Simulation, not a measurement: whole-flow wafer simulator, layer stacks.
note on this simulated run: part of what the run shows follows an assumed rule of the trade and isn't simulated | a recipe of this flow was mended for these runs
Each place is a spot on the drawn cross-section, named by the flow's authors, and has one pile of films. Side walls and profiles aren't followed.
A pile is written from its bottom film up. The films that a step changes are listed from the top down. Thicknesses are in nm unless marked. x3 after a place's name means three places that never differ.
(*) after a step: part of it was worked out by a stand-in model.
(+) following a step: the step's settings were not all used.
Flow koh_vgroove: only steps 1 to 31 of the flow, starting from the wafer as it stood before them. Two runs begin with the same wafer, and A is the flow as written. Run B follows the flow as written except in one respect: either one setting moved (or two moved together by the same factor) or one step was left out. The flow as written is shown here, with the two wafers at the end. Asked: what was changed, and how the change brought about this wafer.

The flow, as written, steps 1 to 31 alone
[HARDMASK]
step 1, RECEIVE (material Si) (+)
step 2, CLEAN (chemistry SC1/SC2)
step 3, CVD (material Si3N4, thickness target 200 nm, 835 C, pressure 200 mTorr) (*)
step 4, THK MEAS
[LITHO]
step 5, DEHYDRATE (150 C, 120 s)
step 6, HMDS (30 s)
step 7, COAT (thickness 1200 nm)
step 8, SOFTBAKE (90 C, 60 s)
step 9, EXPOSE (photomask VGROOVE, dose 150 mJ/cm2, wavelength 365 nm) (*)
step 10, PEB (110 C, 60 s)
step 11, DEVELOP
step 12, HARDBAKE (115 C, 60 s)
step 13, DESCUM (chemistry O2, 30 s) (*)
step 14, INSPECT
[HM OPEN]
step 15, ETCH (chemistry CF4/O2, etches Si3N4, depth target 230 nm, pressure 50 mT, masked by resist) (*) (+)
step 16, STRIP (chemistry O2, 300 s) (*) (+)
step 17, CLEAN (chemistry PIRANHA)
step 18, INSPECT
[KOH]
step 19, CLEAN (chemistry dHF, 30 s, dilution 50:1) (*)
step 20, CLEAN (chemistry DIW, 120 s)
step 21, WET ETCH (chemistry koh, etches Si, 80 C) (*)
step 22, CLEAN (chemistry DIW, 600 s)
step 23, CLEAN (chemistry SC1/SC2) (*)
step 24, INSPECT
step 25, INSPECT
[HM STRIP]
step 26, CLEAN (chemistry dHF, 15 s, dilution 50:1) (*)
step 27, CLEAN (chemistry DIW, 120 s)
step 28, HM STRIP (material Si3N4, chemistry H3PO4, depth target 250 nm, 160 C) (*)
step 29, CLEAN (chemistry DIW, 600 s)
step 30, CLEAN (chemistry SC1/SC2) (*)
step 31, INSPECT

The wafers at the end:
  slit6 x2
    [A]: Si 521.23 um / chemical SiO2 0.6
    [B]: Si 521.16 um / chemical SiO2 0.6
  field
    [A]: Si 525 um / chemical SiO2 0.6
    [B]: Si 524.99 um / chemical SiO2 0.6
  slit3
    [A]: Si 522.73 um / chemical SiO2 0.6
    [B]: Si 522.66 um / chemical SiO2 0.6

Cause: step 3, CVD: thickness target 128 nm was run, whereas the flow has thickness target 200 nm.

Step by step, how the change led to this:
  step 3, CVD (material Si3N4, thickness target 200 nm, 835 C, pressure 200 mTorr) (*)
      field, slit3, slit2, slit6 x2: A Si3N4 gains 200 (new film) | B Si3N4 gains 128 (new film)
  step 15, ETCH (chemistry CF4/O2, etches Si3N4, depth target 230 nm, pressure 50 mT, masked by resist) (*) (+)
      slit3, slit2, slit6 x2: A Si3N4 loses 200 (all of it), chemical SiO2 loses 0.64 (all of it), Si loses 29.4 | B Si3N4 loses 128 (all of it), chemical SiO2 loses 0.64 (all of it), Si loses 101.4
  step 28, HM STRIP (material Si3N4, chemistry H3PO4, depth target 250 nm, 160 C) (*)
      field: A Si3N4 loses 198.7 (all of it), chemical SiO2 loses 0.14, Si loses 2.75 | B Si3N4 loses 126.7 (all of it), chemical SiO2 loses 0.14, Si loses 6.35
